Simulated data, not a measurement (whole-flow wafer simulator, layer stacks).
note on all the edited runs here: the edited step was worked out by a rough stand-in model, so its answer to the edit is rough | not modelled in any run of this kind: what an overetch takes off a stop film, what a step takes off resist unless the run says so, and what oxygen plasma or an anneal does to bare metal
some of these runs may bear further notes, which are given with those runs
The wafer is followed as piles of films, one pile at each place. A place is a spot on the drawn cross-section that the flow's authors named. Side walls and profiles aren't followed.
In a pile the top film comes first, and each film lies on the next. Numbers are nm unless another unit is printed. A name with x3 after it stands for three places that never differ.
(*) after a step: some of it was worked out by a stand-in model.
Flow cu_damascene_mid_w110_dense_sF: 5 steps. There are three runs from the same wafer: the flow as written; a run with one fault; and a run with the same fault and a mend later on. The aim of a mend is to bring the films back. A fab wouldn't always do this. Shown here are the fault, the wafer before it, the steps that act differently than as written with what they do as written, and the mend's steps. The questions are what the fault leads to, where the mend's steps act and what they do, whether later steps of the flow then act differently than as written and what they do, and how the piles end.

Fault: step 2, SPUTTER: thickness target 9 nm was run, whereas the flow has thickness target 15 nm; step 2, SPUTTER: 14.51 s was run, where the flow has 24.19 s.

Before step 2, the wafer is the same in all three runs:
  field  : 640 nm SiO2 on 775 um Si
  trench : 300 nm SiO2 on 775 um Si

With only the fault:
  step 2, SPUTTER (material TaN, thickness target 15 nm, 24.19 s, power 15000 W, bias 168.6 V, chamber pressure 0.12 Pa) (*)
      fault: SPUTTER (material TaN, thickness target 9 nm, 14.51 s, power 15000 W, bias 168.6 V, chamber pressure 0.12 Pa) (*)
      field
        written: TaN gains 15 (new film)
        fault: TaN gains 9 (new film)
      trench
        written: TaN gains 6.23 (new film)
        fault: TaN gains 3.74 (new film)
  None of the later steps of the flow differs from how it acts as written, at any place that is followed, by more than 2% or 0.5 nm, whichever is larger.
  By the end, the piles at field, trench depart from the flow's by more than 2% or 0.5 nm, whichever is larger.
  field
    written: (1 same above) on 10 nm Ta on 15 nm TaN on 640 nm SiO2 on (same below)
    fault: (1 same above) on 10 nm Ta on 9 nm TaN on 640 nm SiO2 on (same below)
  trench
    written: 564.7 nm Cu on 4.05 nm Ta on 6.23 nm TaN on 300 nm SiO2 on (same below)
    fault: 561.1 nm Cu on 4.12 nm Ta on 3.74 nm TaN on 300 nm SiO2 on (same below)

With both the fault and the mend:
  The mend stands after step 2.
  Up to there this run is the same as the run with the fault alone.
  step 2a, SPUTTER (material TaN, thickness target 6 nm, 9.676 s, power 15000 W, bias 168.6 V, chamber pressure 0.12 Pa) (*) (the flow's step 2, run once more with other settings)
      field
        TaN gains 6
      trench
        TaN gains 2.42
  None of the later steps of the flow differs from how it acts as written, at any place that is followed, by more than 2% or 0.5 nm, whichever is larger.
  At the end the piles are close to the flow's at the places that both follow, differing by at most 2% or 0.5 nm, whichever is larger.
